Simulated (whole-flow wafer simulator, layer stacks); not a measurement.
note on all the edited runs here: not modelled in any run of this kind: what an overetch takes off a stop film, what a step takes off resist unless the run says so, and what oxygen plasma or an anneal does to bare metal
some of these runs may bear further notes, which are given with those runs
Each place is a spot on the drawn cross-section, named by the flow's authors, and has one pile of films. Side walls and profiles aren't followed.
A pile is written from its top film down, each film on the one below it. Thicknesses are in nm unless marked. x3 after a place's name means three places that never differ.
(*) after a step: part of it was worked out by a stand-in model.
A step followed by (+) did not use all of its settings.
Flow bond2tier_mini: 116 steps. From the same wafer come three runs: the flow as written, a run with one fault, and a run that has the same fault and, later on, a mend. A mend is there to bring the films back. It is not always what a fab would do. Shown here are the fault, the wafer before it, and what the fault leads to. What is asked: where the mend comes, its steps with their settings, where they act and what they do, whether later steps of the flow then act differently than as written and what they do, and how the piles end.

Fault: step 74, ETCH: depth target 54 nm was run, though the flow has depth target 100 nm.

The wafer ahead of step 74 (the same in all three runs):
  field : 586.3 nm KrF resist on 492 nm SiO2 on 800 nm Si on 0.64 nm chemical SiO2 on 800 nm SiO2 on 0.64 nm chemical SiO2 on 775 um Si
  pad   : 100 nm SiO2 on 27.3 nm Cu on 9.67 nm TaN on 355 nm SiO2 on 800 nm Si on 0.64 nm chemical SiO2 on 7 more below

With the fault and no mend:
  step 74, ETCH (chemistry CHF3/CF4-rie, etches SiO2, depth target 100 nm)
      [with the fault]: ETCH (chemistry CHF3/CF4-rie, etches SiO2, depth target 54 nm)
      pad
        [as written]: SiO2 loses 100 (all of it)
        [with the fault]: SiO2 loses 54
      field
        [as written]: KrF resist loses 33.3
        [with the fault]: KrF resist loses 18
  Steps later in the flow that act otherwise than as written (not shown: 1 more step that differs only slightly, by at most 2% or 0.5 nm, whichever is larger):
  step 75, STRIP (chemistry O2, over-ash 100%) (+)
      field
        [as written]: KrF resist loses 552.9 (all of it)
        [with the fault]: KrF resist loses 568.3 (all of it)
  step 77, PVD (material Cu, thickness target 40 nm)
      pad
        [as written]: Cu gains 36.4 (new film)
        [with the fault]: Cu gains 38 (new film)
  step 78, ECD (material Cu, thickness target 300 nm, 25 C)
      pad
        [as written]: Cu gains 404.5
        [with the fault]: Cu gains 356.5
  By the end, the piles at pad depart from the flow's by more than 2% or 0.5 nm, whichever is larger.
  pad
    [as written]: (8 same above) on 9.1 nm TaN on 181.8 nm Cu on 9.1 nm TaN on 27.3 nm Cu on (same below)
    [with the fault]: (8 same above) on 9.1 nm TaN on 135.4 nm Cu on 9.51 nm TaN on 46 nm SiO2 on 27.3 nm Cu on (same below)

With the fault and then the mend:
  After step 75 comes the mend.
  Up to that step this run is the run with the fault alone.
  step 75a, COAT (KrF resist, thickness 600 nm) (*) (the flow's step 69 again)
      field
        KrF resist gains 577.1 (new film)
      pad
        KrF resist gains 623.9 (new film)
  step 75b, SOFTBAKE (KrF resist) (the flow's step 70 again)
      leaves every film unchanged at each place that is followed
  step 75c, EXPOSE (photomask T2PAD, NA 0.6) (the flow's step 71 again)
      leaves every film unchanged at each place that is followed
  step 75d, PEB (KrF resist) (the flow's step 72 again)
      leaves every film unchanged at each place that is followed
  step 75e, DEVELOP (developer TMAH-0.26N, 60 s) (the flow's step 73 again)
      field
        KrF resist loses 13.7
      pad
        KrF resist loses 623.9 (all of it)
  step 75f, ETCH (chemistry CHF3/CF4-rie, etches SiO2, depth target 46 nm) (the flow's step 74 again, with other settings)
      field
        KrF resist loses 15.3
      pad
        SiO2 loses 46 (all of it)
  step 75g, STRIP (chemistry O2, over-ash 100%) (+) (the flow's step 75 again)
      field
        KrF resist loses 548 (all of it)
  None of the later steps of the flow acts differently than as written at any place that is followed.
  The piles end the same as the flow's at every place that both follow.
